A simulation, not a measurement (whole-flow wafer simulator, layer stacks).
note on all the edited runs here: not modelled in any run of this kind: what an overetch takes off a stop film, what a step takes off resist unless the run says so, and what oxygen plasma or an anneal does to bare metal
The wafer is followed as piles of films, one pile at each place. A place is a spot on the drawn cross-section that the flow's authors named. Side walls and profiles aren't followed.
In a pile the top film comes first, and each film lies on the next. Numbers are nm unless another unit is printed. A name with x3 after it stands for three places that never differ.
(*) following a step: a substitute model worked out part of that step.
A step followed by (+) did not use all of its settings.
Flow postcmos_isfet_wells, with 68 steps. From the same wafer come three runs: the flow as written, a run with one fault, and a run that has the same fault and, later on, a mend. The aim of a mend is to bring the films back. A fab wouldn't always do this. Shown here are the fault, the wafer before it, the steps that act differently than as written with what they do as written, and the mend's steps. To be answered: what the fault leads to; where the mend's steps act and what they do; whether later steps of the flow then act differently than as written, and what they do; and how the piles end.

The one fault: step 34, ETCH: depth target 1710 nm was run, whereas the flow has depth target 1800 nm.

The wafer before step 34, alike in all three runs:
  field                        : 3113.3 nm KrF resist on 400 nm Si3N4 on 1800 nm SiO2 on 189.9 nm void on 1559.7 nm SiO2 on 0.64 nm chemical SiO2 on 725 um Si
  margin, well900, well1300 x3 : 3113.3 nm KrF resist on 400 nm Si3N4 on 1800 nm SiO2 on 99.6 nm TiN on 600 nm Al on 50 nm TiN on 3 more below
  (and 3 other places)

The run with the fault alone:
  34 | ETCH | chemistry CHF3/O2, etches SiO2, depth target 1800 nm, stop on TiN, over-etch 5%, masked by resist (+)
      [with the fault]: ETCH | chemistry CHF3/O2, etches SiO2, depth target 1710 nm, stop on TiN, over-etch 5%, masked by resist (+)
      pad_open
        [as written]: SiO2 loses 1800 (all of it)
        [with the fault]: SiO2 loses 1710
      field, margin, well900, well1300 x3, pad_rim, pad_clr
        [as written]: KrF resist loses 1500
        [with the fault]: KrF resist loses 1425
  Steps further on in the flow that do not act as written (8 other steps are not shown; they differ only slightly, by no more than 2% or 0.5 nm, whichever is larger):
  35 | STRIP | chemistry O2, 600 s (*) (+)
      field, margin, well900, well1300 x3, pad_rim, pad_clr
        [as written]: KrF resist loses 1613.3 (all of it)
        [with the fault]: KrF resist loses 1688.3 (all of it)
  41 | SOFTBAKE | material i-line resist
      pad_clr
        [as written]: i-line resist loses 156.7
        [with the fault]: i-line resist loses 147.7
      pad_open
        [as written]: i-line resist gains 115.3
        [with the fault]: i-line resist gains 111.3
  At pad_open, the piles at the end differ from the flow's by more than 2% or 0.5 nm, whichever is larger.
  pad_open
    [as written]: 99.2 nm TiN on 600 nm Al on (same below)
    [with the fault]: 90 nm SiO2 on 99.6 nm TiN on 600 nm Al on (same below)

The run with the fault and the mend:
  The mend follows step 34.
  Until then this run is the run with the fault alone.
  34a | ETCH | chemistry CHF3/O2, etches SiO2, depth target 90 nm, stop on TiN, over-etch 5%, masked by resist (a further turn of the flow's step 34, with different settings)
      field, margin, well900, well1300 x3, pad_rim, pad_clr
        KrF resist loses 75
      pad_open
        SiO2 loses 90 (all of it)
  None of the later steps of the flow acts differently than as written at any place that is followed.
  By the end, the piles equal the flow's at every place that both follow.
